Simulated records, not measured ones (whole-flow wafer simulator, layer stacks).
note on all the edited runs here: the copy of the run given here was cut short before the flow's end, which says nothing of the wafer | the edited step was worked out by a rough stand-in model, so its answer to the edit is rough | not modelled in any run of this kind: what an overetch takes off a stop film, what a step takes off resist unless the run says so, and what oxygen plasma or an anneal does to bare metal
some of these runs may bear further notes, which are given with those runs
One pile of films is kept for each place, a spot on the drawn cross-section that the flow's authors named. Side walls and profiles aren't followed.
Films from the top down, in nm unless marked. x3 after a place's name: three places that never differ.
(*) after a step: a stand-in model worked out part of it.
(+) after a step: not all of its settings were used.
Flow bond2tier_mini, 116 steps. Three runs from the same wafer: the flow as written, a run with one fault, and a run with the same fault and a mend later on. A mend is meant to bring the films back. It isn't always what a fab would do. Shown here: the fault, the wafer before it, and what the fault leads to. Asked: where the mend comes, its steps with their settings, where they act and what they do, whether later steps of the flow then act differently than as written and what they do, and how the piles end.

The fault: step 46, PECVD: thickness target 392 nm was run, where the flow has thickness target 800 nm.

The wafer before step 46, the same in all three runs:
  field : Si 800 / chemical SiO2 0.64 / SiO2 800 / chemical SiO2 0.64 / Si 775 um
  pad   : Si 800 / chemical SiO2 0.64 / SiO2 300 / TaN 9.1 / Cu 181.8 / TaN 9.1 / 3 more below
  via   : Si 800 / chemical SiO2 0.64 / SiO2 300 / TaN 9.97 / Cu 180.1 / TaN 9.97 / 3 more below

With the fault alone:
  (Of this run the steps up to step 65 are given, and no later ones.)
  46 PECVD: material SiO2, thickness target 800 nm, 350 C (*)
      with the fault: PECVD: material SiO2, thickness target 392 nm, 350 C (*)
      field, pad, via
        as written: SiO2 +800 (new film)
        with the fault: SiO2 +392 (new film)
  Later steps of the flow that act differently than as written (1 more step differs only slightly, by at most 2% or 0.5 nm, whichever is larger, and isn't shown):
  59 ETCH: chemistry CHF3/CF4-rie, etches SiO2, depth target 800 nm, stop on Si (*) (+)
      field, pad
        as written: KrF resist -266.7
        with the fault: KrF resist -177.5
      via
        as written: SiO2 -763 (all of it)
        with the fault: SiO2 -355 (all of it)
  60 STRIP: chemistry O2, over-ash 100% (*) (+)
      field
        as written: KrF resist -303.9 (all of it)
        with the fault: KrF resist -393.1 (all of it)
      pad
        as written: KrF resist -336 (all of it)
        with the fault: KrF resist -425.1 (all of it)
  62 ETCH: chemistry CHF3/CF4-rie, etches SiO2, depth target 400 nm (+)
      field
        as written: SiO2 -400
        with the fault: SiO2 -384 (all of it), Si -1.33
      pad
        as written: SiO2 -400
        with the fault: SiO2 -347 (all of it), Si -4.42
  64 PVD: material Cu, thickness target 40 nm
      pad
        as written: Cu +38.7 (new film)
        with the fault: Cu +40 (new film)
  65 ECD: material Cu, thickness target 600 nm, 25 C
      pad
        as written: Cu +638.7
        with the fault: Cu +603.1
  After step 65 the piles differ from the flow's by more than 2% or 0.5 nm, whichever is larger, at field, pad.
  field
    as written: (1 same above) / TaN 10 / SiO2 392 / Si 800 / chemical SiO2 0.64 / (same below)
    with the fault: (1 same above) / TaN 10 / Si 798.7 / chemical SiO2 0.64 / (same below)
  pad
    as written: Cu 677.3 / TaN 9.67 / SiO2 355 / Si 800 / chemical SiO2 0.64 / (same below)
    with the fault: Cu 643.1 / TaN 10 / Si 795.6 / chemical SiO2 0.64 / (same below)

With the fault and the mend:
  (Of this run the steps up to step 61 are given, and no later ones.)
  The mend comes after step 46.
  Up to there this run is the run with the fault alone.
  46a PECVD: material SiO2, thickness target 408 nm, 350 C (*) (the flow's step 46 once more, with other settings)
      field, pad, via
        SiO2 +408
  No later step of the flow up to step 61 acts differently than as written at any place that is followed.
  After step 61 the piles are the same as the flow's at every place that both follow.
